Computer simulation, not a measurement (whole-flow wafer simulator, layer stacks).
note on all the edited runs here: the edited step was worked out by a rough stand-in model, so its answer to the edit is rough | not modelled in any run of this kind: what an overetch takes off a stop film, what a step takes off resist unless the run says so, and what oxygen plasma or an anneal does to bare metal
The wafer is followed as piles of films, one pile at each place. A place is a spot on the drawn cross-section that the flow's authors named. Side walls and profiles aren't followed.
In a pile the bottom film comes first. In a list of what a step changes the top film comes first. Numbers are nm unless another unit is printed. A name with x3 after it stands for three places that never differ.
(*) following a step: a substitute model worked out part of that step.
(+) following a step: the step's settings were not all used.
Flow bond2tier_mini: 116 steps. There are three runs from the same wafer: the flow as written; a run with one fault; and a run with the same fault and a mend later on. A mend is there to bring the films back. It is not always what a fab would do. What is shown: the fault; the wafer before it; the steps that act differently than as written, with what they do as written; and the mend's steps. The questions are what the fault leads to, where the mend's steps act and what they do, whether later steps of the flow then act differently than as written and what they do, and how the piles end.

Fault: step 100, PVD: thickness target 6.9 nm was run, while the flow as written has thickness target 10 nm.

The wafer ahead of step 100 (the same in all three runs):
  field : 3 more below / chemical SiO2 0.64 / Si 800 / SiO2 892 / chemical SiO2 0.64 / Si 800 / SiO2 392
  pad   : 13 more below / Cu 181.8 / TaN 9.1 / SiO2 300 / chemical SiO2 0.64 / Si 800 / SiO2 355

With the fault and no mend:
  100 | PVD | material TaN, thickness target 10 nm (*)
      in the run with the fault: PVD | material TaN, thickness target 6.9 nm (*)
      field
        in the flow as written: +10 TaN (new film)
        in the run with the fault: +6.9 TaN (new film)
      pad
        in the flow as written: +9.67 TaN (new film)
        in the run with the fault: +6.67 TaN (new film)
  Steps later in the flow that act otherwise than as written (1 other step is not shown; it differs only slightly, by no more than 2% or 0.5 nm, whichever is larger):
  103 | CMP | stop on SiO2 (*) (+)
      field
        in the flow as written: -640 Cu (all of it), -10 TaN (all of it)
        in the run with the fault: -640 Cu (all of it), -6.9 TaN (all of it)
  By the end, the piles at pad depart from the flow's by more than 2% or 0.5 nm, whichever is larger.
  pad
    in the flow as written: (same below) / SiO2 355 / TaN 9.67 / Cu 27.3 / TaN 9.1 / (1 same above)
    in the run with the fault: (same below) / SiO2 355 / TaN 6.67 / Cu 30.3 / TaN 9.1 / (1 same above)

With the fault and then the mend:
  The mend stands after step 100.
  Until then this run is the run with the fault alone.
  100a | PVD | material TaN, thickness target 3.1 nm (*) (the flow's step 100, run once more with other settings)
      field
        +3.1 TaN
      pad
        +3 TaN
  None of the later steps of the flow acts differently than as written at any place that is followed.
  By the end, the piles equal the flow's at every place that both follow.
